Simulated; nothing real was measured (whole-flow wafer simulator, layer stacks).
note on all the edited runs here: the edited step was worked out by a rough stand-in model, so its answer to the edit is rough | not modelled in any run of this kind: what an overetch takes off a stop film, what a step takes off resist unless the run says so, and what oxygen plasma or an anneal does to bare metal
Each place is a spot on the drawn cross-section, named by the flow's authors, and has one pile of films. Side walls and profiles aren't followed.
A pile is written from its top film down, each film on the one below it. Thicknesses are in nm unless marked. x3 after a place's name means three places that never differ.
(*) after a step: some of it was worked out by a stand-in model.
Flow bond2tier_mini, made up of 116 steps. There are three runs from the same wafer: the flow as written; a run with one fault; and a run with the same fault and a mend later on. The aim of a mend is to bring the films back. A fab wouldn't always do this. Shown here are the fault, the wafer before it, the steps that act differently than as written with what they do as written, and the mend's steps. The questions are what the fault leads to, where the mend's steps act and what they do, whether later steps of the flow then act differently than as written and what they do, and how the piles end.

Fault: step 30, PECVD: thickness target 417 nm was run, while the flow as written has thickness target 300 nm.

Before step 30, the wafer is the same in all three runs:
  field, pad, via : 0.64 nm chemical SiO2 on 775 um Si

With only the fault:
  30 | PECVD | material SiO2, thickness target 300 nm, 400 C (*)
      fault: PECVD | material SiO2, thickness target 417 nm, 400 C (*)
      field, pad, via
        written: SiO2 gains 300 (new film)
        fault: SiO2 gains 417 (new film)
  Later steps of the flow that are run all act as written at every place that is followed.
  By the end, the piles at field, pad depart from the flow's by more than 2% or 0.5 nm, whichever is larger.
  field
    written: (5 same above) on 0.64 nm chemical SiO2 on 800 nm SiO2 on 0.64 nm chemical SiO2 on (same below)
    fault: (5 same above) on 0.64 nm chemical SiO2 on 917 nm SiO2 on 0.64 nm chemical SiO2 on (same below)
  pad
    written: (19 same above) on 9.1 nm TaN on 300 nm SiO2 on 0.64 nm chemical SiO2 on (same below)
    fault: (19 same above) on 9.1 nm TaN on 417 nm SiO2 on 0.64 nm chemical SiO2 on (same below)

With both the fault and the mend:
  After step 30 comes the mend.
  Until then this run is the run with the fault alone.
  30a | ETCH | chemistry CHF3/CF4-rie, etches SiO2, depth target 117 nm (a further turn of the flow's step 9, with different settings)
      field, pad, via
        SiO2 loses 117
  Later steps of the flow that are run all act as written at every place that is followed.
  By the end, the piles equal the flow's at every place that both follow.
